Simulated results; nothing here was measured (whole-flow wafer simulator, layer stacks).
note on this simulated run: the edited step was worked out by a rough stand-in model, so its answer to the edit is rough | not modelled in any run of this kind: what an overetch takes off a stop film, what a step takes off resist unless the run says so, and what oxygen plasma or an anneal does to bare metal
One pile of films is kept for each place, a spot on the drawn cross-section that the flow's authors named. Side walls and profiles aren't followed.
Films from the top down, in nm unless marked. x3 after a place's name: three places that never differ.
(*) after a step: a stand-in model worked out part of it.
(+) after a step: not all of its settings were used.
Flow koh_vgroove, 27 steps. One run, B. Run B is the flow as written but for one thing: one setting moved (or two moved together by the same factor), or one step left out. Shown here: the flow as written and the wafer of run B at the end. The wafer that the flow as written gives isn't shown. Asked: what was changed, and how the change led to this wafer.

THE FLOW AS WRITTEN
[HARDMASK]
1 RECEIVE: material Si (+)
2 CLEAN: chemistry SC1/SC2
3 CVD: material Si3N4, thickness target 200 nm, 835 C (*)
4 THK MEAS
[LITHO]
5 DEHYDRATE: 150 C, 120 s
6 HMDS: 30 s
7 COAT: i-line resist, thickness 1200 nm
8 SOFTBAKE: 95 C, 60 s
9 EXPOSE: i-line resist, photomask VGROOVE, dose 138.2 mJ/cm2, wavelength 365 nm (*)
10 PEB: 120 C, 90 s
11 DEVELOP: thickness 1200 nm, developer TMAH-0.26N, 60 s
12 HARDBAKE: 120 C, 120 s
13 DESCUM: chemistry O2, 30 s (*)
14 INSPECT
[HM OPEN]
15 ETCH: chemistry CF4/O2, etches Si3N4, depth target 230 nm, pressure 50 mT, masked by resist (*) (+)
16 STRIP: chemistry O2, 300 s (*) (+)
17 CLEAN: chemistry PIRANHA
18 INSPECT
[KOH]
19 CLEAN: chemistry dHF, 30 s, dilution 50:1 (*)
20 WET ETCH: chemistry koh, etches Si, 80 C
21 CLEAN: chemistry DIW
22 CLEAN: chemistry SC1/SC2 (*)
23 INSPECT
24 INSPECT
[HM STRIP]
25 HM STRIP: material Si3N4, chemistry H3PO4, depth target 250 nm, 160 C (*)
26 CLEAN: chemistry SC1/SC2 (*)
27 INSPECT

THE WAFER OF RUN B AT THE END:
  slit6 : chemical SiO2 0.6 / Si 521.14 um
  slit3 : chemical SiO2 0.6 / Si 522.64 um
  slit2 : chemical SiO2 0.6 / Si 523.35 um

The cause: step 15, ETCH: depth target 334 nm was run, where the flow has depth target 230 nm.

How the change led to this, step by step:
  15 ETCH: chemistry CF4/O2, etches Si3N4, depth target 230 nm, pressure 50 mT, masked by resist (*) (+)
      slit3, slit2, slit6, slit20: Si3N4 -200 (all of it), chemical SiO2 -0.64 (all of it), Si -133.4 (as written it would be: Si3N4 -200 (all of it), chemical SiO2 -0.64 (all of it), Si -29.4)
      field: i-line resist -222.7 (as written it would be: i-line resist -153.3)
  16 STRIP: chemistry O2, 300 s (*) (+)
      field: i-line resist -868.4 (all of it) (as written it would be: i-line resist -937.7 (all of it))
